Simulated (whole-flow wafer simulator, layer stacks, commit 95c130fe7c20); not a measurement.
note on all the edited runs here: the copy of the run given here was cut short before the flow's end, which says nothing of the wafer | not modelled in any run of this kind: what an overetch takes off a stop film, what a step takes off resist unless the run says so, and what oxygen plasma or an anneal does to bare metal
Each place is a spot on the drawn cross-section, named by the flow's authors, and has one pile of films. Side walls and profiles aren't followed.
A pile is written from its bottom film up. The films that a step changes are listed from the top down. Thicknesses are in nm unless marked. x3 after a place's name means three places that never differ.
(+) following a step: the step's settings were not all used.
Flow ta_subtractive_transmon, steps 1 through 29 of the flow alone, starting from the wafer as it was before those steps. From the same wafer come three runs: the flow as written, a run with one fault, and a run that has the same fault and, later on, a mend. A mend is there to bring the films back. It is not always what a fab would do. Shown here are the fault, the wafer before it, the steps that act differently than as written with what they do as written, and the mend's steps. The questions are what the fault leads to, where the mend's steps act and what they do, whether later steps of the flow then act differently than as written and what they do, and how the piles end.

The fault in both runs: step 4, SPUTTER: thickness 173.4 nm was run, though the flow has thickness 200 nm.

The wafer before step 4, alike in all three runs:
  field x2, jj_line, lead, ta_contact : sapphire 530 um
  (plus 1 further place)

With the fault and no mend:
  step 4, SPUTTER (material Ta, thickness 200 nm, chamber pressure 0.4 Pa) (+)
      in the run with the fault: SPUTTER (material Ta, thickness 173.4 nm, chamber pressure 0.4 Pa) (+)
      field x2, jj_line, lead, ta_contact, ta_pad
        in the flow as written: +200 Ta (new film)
        in the run with the fault: +173.4 Ta (new film)
  Steps later in the flow that act otherwise than as written (not shown: 3 more steps that differ only slightly, by at most 2% or 0.5 nm, whichever is larger):
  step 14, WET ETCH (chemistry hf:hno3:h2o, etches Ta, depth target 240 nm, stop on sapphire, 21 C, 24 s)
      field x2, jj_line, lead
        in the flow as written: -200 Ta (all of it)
        in the run with the fault: -173.4 Ta (all of it)
  At ta_contact, ta_pad, the piles at the end differ from the flow's by more than 2% or 0.5 nm, whichever is larger.
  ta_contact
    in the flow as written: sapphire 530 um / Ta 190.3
    in the run with the fault: sapphire 530 um / Ta 163.7
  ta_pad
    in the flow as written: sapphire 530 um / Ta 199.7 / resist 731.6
    in the run with the fault: sapphire 530 um / Ta 173.1 / resist 735.6

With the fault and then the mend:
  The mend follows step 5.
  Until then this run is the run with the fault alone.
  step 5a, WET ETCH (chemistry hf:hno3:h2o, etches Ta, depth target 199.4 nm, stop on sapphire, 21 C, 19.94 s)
      field x2, jj_line, lead, ta_contact, ta_pad
        -173.4 Ta (all of it)
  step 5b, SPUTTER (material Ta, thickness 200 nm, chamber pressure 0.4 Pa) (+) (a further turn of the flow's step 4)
      field x2, jj_line, lead, ta_contact, ta_pad
        +200 Ta (new film)
  Later steps of the flow that are run all act as written at every place that is followed.
  At every place that both follow, the piles at the end match the flow's.
